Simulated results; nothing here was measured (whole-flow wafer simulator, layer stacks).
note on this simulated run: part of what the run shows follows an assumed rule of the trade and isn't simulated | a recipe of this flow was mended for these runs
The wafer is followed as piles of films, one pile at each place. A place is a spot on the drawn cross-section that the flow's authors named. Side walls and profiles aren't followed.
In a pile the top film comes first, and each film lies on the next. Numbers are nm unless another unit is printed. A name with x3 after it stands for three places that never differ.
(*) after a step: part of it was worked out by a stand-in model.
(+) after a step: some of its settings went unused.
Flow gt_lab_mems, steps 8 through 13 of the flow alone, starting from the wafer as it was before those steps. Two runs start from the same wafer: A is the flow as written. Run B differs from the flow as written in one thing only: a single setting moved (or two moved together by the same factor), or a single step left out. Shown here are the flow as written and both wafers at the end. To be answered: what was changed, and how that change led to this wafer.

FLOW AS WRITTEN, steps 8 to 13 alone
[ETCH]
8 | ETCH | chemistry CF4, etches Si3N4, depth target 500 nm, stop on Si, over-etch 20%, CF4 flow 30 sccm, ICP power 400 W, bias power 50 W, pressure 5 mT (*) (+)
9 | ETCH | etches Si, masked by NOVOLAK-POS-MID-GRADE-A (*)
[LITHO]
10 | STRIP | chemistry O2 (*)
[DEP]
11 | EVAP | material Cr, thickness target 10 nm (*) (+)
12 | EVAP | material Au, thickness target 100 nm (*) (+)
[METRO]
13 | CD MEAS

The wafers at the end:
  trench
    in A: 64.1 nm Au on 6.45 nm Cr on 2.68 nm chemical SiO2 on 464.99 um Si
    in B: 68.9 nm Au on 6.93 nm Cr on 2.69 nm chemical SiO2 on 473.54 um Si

The reason: step 8, ETCH: depth target 275 nm was run, whereas the flow has depth target 500 nm.

How this came from the change, step by step:
  8 | ETCH | chemistry CF4, etches Si3N4, depth target 500 nm, stop on Si, over-etch 20%, CF4 flow 30 sccm, ICP power 400 W, bias power 50 W, pressure 5 mT (*) (+)
      trench: A Si3N4 loses 500 (all of it), chemical SiO2 loses 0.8 (all of it), Si loses 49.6 | B Si3N4 loses 330
      field: A g/i-line-resist loses 400 | B g/i-line-resist loses 220
  9 | ETCH | etches Si, masked by NOVOLAK-POS-MID-GRADE-A (*)
      trench: A Si loses 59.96 um | B Si3N4 loses 170 (all of it), chemical SiO2 loses 0.8 (all of it), Si loses 51.46 um
  10 | STRIP | chemistry O2 (*)
      field: A g/i-line-resist loses 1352 (all of it) | B g/i-line-resist loses 1532 (all of it)
  12 | EVAP | material Au, thickness target 100 nm (*) (+)
      trench: A Au gains 64.1 (new film) | B Au gains 68.9 (new film)
